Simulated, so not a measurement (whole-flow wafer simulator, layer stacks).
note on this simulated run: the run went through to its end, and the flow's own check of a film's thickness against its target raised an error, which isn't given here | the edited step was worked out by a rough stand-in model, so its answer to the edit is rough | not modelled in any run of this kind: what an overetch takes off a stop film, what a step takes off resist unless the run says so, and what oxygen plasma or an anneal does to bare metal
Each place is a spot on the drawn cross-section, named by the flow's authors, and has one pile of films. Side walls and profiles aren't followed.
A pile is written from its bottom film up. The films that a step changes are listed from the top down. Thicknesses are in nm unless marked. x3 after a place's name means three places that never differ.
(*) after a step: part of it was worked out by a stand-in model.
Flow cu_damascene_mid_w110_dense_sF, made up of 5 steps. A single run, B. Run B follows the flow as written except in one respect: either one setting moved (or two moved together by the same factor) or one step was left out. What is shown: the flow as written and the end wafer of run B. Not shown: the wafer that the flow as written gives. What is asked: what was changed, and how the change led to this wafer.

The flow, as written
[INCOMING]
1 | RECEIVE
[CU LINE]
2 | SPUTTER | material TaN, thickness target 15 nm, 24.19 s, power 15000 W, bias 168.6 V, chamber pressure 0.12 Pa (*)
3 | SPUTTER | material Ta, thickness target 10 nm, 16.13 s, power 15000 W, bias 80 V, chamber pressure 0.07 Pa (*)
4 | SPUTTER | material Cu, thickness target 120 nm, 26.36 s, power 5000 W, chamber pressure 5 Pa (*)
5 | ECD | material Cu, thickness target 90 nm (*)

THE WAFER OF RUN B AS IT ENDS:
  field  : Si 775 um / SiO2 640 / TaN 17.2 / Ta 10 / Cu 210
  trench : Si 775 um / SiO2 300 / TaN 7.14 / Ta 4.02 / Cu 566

The reason: step 2, SPUTTER: thickness target 17.2 nm was run, while the flow as written has thickness target 15 nm; step 2, SPUTTER: 27.82 s was run, where the flow has 24.19 s.
The wafer itself shows it: field has TaN 17.2, and step 2 as written asks for 15 nm.

Step by step, how the change led to this:
  2 | SPUTTER | material TaN, thickness target 15 nm, 24.19 s, power 15000 W, bias 168.6 V, chamber pressure 0.12 Pa (*)
      field: +17.2 TaN (new film) (in the flow as written it would be: +15 TaN (new film))
      trench: +7.14 TaN (new film) (in the flow as written it would be: +6.23 TaN (new film))
